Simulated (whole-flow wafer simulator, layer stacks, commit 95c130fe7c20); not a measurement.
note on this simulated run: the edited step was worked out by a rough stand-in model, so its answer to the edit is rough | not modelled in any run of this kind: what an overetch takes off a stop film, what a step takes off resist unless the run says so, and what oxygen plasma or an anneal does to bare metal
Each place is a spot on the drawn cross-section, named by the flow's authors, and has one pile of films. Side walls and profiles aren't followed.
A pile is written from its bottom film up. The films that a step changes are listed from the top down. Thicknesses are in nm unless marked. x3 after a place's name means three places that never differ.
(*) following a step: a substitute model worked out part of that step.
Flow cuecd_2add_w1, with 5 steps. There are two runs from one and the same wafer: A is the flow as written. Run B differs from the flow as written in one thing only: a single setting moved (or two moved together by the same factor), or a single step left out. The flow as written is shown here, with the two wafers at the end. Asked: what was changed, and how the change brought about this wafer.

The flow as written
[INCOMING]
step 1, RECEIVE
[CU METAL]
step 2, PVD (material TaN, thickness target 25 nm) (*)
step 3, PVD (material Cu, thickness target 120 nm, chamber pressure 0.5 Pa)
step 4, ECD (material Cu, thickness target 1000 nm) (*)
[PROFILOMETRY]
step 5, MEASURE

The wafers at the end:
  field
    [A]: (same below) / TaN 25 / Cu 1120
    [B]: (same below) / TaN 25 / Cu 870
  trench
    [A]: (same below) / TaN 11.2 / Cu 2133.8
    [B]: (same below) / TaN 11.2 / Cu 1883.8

Cause: step 4, ECD: thickness target 750 nm was run, whereas the flow has thickness target 1000 nm.

Step by step, how the change led to this:
  step 4, ECD (material Cu, thickness target 1000 nm) (*)
      field: A +1000 Cu | B +750 Cu
      trench: A +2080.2 Cu | B +1830.2 Cu
